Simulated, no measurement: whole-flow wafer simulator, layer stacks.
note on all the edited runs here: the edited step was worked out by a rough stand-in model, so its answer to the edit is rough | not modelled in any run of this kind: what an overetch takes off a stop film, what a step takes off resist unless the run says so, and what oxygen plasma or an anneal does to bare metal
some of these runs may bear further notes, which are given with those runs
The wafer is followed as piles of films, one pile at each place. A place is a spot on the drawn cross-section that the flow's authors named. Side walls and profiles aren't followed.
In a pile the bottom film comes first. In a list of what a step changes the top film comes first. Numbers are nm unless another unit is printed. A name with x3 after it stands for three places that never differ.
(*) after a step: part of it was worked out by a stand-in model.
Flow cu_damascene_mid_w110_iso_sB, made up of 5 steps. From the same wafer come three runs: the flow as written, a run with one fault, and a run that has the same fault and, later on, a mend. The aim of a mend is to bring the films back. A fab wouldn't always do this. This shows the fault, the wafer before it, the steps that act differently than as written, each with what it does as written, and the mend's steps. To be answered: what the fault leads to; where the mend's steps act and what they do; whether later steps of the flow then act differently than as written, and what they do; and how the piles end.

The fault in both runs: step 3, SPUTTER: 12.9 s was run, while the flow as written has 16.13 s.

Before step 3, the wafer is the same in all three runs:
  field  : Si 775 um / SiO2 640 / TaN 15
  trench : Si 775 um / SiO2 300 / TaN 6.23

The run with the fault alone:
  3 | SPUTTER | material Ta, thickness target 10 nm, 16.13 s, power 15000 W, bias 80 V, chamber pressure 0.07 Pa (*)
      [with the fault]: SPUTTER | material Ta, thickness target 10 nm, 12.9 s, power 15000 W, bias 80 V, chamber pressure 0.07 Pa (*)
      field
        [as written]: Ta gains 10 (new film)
        [with the fault]: Ta gains 8 (new film)
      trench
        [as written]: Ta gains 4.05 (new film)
        [with the fault]: Ta gains 3.24 (new film)
  Every later step of the flow that is run acts as written, at every place that is followed, to within 2% or 0.5 nm, whichever is larger.
  By the end, the piles at field, trench depart from the flow's by more than 2% or 0.5 nm, whichever is larger.
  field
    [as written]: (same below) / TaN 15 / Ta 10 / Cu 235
    [with the fault]: (same below) / TaN 15 / Ta 8 / Cu 235
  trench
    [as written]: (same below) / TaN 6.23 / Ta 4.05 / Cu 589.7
    [with the fault]: (same below) / TaN 6.23 / Ta 3.24 / Cu 588.5

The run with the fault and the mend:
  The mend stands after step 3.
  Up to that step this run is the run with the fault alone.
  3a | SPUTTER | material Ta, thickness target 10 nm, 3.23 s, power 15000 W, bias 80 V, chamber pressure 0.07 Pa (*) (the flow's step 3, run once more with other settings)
      field
        Ta gains 2
      trench
        Ta gains 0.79
  Every later step of the flow that is run acts as written at every place that is followed.
  At the end the piles are close to the flow's at the places that both follow, differing by at most 2% or 0.5 nm, whichever is larger.
